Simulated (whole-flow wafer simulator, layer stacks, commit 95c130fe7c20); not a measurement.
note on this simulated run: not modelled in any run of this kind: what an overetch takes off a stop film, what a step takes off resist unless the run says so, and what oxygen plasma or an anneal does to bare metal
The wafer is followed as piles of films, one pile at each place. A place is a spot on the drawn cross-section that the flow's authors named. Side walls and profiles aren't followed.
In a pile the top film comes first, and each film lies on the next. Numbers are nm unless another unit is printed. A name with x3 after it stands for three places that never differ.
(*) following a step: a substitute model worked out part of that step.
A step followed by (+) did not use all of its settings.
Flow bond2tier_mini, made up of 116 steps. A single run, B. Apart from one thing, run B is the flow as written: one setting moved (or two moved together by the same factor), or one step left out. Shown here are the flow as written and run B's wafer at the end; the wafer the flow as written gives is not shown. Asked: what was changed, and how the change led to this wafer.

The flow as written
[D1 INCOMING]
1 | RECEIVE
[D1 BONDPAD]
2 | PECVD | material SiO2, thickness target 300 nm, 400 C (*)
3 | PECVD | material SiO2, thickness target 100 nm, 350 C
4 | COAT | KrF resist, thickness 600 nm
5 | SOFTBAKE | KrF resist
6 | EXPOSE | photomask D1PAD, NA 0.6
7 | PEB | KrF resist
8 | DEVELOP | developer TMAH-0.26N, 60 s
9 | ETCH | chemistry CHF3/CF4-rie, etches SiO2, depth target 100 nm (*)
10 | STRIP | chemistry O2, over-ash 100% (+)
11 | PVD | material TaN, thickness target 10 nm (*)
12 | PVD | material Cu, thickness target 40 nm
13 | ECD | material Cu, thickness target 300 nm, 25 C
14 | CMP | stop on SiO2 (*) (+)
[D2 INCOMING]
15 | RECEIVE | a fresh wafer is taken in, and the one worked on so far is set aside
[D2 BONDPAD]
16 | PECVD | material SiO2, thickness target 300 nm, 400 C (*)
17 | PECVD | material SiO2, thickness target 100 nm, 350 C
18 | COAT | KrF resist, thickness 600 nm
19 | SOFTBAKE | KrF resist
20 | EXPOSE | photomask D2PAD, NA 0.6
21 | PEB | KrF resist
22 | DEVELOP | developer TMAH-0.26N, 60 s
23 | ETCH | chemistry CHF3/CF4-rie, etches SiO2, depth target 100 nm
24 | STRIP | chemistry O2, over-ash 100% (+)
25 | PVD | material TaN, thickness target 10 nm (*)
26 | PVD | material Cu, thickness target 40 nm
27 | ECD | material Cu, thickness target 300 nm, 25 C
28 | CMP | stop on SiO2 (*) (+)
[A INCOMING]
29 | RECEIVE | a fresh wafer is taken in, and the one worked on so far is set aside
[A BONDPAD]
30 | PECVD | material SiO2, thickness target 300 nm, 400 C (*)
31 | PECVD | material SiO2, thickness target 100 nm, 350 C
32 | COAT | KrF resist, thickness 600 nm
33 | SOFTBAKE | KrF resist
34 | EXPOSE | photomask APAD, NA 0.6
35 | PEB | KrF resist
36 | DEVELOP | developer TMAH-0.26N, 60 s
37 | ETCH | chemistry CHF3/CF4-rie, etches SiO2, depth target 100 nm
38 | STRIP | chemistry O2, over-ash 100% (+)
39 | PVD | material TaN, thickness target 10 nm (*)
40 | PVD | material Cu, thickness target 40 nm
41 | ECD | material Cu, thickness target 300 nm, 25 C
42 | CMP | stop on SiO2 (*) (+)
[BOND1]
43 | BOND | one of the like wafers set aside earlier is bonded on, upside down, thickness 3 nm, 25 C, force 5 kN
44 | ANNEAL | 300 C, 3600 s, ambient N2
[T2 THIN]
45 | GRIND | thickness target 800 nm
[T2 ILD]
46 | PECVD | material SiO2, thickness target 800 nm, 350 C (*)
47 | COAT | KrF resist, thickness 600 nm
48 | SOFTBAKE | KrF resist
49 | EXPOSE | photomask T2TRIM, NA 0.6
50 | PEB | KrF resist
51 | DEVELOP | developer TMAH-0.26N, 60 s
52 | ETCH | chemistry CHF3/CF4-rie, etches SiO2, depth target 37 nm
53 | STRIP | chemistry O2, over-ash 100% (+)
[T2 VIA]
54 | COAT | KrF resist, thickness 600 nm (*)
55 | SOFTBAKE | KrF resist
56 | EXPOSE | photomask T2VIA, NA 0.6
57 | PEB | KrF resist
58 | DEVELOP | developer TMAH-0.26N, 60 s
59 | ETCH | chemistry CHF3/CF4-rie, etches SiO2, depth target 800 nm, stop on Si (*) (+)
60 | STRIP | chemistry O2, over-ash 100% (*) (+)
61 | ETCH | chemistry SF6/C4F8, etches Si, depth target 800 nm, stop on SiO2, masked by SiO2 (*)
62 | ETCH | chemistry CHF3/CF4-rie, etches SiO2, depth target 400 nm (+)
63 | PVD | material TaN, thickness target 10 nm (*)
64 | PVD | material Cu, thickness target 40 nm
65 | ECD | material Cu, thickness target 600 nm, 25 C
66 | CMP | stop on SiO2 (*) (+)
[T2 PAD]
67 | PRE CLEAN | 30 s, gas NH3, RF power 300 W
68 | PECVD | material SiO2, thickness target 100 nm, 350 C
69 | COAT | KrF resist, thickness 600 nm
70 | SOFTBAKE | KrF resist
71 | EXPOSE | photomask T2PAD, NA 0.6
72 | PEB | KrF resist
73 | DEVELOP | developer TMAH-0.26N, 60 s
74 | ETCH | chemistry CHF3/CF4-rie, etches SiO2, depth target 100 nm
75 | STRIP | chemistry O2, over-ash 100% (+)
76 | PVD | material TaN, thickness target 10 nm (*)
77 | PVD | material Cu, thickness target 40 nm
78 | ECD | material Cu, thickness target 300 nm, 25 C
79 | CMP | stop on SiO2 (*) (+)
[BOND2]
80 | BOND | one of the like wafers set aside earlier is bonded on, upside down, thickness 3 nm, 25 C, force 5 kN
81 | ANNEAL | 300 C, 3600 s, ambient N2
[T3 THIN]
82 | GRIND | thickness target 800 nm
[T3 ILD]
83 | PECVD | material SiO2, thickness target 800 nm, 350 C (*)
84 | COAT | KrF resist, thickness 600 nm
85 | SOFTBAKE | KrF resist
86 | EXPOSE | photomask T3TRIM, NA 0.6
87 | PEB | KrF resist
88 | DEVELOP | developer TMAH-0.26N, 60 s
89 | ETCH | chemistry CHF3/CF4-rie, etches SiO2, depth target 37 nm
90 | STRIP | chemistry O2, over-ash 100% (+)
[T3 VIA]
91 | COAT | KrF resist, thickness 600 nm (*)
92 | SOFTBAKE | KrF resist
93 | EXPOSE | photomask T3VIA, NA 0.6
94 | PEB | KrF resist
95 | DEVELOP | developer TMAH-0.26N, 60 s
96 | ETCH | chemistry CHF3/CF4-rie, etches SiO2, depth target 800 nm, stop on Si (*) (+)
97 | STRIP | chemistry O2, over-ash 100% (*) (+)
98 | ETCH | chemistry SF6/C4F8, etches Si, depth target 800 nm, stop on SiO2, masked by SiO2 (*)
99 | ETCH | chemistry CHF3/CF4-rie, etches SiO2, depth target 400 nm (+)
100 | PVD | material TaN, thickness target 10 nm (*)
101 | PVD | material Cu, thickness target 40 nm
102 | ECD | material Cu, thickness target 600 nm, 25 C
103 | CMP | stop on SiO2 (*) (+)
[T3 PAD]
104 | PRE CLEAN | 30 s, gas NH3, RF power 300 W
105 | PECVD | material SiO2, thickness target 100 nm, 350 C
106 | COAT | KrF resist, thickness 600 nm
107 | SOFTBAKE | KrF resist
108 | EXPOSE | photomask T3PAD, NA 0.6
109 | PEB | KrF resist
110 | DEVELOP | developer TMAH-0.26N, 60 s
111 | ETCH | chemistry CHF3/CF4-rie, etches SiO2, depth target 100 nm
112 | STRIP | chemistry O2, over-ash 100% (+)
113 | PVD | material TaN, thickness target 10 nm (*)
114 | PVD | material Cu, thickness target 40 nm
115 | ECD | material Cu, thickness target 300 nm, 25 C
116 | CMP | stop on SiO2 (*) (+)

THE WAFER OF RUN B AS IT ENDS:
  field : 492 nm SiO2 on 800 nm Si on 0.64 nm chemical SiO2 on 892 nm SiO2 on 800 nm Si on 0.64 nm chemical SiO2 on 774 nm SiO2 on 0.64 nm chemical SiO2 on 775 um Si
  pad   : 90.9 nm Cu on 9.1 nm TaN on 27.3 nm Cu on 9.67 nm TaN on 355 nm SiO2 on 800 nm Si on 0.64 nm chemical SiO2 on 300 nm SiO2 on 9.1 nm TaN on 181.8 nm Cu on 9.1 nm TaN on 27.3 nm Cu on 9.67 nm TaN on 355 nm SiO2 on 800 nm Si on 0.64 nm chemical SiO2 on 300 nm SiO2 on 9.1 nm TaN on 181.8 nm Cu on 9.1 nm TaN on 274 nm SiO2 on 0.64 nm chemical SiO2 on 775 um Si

What caused this: step 31, PECVD: thickness target 74 nm was run, whereas the flow has thickness target 100 nm.

Step by step, how the change led to this:
  31 | PECVD | material SiO2, thickness target 100 nm, 350 C
      field, pad, via: SiO2 gains 74 (in the flow as written it would be: SiO2 gains 100)
